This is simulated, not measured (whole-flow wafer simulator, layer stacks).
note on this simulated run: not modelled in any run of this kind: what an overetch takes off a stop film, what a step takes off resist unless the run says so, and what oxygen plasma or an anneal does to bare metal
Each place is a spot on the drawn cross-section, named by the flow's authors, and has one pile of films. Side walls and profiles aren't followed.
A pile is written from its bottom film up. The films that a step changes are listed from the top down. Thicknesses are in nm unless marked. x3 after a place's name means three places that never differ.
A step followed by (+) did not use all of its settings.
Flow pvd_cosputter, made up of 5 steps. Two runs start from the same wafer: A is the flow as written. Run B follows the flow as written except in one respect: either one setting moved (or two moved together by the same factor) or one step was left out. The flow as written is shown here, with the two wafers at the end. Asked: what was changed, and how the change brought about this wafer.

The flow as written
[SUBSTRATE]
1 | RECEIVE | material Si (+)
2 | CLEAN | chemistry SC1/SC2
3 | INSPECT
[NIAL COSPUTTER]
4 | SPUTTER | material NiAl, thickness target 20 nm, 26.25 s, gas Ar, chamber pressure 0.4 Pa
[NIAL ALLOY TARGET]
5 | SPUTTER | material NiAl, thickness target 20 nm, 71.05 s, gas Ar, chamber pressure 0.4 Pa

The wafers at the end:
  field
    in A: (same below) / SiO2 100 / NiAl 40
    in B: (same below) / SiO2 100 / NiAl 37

Cause: step 5, SPUTTER: thickness target 17 nm was run, while the flow as written has thickness target 20 nm.

How this came from the change, step by step:
  5 | SPUTTER | material NiAl, thickness target 20 nm, 71.05 s, gas Ar, chamber pressure 0.4 Pa
      field: A +20 NiAl | B +17 NiAl
